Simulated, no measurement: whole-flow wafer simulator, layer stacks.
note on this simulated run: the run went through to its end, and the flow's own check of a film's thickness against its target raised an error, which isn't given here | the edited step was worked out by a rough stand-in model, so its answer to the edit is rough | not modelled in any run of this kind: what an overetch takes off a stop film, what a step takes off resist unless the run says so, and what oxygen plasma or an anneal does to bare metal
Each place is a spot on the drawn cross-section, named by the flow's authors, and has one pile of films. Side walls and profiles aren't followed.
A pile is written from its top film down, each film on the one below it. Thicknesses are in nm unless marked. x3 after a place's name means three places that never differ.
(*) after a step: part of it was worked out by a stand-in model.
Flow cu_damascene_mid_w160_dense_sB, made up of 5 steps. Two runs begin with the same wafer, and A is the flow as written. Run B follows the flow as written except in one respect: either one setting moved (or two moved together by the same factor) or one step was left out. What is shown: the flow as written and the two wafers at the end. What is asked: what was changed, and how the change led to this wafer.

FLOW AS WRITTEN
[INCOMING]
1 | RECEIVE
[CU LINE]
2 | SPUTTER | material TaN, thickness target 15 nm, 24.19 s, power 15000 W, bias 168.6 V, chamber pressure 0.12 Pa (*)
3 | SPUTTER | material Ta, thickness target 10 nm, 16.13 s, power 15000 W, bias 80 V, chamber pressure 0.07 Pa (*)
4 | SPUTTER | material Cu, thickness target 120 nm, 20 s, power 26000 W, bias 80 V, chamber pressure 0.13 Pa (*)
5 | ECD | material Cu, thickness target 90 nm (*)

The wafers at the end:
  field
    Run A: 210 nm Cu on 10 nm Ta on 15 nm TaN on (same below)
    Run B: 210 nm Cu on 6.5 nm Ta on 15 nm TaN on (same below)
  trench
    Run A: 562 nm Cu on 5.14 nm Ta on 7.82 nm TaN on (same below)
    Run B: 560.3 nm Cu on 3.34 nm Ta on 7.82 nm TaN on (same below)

What caused this: step 3, SPUTTER: thickness target 6.5 nm was run, while the flow as written has thickness target 10 nm; step 3, SPUTTER: 10.48 s was run, where the flow has 16.13 s.
The wafer lets one read it off: field has Ta 6.5, and step 3 as written asks for 10 nm.

Step by step, how the change led to this:
  3 | SPUTTER | material Ta, thickness target 10 nm, 16.13 s, power 15000 W, bias 80 V, chamber pressure 0.07 Pa (*)
      field: A Ta gains 10 (new film) | B Ta gains 6.5 (new film)
      trench: A Ta gains 5.14 (new film) | B Ta gains 3.34 (new film)
